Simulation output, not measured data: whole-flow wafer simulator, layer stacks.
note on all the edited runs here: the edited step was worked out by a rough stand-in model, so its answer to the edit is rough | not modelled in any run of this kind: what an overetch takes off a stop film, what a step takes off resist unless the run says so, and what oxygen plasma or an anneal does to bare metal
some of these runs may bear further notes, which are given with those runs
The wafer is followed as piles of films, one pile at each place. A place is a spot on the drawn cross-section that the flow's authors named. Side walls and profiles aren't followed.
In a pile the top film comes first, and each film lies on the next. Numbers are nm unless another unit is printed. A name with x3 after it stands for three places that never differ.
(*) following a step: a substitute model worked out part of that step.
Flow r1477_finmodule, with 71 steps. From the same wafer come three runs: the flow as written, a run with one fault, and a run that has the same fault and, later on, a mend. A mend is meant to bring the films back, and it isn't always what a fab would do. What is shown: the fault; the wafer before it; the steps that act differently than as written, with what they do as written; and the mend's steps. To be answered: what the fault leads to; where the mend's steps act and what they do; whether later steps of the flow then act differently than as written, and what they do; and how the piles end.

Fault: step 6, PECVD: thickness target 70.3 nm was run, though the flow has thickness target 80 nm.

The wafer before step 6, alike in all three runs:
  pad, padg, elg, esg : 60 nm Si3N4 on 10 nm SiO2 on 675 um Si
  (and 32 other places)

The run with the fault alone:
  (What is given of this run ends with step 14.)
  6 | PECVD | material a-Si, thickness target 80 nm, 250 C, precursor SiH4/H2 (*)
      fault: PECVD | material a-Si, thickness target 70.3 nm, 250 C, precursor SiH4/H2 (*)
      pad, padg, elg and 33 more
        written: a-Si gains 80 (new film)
        fault: a-Si gains 70.3 (new film)
  Every later step of the flow up to step 14 that is run acts as written at every place that is followed.
  The piles after step 14 differ from the flow's at pad, padg, elg and 33 more by more than 2% or 0.5 nm, whichever is larger.
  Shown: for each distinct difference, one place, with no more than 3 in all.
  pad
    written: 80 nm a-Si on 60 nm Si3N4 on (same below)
    fault: 70.3 nm a-Si on 60 nm Si3N4 on (same below)
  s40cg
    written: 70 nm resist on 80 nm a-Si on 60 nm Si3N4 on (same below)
    fault: 70 nm resist on 70.3 nm a-Si on 60 nm Si3N4 on (same below)

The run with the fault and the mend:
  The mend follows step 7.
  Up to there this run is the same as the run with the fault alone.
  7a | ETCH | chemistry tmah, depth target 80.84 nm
      pad, padg, elg and 33 more
        a-Si loses 70.3 (all of it)
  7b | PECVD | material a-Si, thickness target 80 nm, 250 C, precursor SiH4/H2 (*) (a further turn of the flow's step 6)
      pad, padg, elg and 33 more
        a-Si gains 80 (new film)
  Every later step of the flow that is run acts as written at every place that is followed.
  At every place that both follow, the piles at the end match the flow's.
